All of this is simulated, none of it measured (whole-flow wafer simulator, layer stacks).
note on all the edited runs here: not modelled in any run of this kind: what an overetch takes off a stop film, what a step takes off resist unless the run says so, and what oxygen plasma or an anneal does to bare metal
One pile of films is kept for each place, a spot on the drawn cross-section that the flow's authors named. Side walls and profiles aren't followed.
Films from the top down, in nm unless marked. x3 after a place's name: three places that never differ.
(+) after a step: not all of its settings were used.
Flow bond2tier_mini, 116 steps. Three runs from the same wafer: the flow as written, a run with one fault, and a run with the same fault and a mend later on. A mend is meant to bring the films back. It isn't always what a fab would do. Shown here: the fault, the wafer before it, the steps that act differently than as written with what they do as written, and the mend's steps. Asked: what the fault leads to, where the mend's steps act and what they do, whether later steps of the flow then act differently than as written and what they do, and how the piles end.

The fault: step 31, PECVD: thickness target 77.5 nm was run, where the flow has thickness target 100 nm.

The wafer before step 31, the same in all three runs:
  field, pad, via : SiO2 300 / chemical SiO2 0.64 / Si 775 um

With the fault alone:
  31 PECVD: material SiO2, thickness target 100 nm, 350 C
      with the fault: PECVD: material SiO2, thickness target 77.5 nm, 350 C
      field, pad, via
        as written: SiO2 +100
        with the fault: SiO2 +77.5
  No later step of the flow acts differently than as written at any place that is followed.
  At the end the piles differ from the flow's by more than 2% or 0.5 nm, whichever is larger, at field, pad.
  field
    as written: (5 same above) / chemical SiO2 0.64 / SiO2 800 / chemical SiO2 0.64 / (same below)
    with the fault: (5 same above) / chemical SiO2 0.64 / SiO2 777.5 / chemical SiO2 0.64 / (same below)
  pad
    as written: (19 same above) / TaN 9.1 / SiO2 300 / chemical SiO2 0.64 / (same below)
    with the fault: (19 same above) / TaN 9.1 / SiO2 277.5 / chemical SiO2 0.64 / (same below)

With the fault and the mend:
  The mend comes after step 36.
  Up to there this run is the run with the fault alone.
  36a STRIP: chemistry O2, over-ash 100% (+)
      field
        KrF resist -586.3 (all of it)
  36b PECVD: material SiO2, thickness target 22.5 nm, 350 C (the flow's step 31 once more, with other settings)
      field, pad, via
        SiO2 +22.5
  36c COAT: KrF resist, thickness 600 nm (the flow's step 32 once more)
      field, pad, via
        KrF resist +600 (new film)
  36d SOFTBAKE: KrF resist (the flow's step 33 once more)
      changes no film at any place that is followed
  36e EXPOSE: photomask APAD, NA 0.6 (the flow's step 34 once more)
      changes no film at any place that is followed
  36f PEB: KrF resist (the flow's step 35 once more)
      changes no film at any place that is followed
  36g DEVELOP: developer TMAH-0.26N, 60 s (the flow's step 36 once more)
      pad, via
        KrF resist -600 (all of it)
      field
        KrF resist -13.7
  No later step of the flow acts differently than as written at any place that is followed.
  At the end the piles are the same as the flow's at every place that both follow.
